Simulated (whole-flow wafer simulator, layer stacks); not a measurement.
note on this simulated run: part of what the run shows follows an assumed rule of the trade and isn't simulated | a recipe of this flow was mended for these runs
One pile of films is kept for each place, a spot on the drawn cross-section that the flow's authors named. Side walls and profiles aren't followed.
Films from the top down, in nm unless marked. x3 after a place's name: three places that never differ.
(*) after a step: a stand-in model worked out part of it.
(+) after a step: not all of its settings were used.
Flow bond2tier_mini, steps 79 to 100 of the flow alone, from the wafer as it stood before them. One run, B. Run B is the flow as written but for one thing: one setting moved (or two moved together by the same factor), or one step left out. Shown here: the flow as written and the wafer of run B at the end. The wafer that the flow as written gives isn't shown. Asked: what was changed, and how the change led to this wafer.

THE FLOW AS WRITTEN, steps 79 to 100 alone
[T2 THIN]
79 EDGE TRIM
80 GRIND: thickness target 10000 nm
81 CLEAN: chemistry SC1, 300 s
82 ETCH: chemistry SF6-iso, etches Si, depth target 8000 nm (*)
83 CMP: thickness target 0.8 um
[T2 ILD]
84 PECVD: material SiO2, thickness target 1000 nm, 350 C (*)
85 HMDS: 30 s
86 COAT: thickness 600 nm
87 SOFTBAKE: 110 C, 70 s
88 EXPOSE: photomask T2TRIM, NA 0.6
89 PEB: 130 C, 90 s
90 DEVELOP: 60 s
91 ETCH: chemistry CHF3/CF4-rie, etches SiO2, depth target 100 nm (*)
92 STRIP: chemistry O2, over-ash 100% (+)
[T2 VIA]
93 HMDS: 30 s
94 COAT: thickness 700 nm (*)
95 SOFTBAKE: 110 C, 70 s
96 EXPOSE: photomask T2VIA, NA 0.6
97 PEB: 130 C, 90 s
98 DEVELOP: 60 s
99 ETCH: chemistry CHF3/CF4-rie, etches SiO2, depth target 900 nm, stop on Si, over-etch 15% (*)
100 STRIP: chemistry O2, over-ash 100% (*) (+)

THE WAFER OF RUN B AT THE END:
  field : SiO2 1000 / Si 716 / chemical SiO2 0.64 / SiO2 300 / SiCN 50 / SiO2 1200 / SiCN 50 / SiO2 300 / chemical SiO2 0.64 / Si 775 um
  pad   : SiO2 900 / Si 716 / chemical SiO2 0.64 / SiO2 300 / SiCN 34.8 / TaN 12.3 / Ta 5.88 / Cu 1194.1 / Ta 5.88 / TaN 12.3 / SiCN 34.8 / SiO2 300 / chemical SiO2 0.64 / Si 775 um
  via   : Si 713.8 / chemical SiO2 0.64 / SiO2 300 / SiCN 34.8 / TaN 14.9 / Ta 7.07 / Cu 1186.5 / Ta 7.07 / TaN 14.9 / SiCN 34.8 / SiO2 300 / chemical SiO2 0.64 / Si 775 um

The cause: step 83, CMP: thickness target 0.716 um was run, where the flow has thickness target 0.8 um; step 99, ETCH: depth target 805.5 nm was run, where the flow has depth target 900 nm.

How the change led to this, step by step:
  83 CMP: thickness target 0.8 um
      field, pad, via: Si -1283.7 (as written it would be: Si -1199.7)
  99 ETCH: chemistry CHF3/CF4-rie, etches SiO2, depth target 900 nm, stop on Si, over-etch 15% (*)
      field, pad: thick-KrF-resist -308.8 (as written it would be: thick-KrF-resist -345)
      via: SiO2 -900 (all of it), Si -2.19 (as written it would be: SiO2 -900 (all of it), Si -11.2)
  100 STRIP: chemistry O2, over-ash 100% (*) (+)
      field: thick-KrF-resist -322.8 (all of it) (as written it would be: thick-KrF-resist -286.6 (all of it))
      pad: thick-KrF-resist -409.2 (all of it) (as written it would be: thick-KrF-resist -372.9 (all of it))
